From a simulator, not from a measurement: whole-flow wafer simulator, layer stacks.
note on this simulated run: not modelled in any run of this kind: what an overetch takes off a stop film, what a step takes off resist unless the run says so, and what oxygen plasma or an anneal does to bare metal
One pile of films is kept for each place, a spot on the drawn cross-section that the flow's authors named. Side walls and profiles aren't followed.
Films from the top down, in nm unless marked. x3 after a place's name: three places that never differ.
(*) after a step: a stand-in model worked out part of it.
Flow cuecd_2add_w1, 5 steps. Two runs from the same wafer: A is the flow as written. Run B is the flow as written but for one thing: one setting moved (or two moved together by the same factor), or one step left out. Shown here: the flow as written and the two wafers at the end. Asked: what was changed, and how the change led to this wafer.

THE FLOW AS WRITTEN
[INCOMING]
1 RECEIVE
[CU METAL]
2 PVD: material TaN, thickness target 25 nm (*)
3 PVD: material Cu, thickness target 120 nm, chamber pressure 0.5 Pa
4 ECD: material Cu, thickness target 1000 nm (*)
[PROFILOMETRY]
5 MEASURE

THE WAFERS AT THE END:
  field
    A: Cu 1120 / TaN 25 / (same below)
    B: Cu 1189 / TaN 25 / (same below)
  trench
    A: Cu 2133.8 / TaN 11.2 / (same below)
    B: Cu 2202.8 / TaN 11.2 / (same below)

The cause: step 3, PVD: thickness target 189 nm was run, where the flow has thickness target 120 nm.

How the change led to this, step by step:
  3 PVD: material Cu, thickness target 120 nm, chamber pressure 0.5 Pa
      field: A Cu +120 (new film) | B Cu +189 (new film)
      trench: A Cu +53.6 (new film) | B Cu +82.6 (new film)
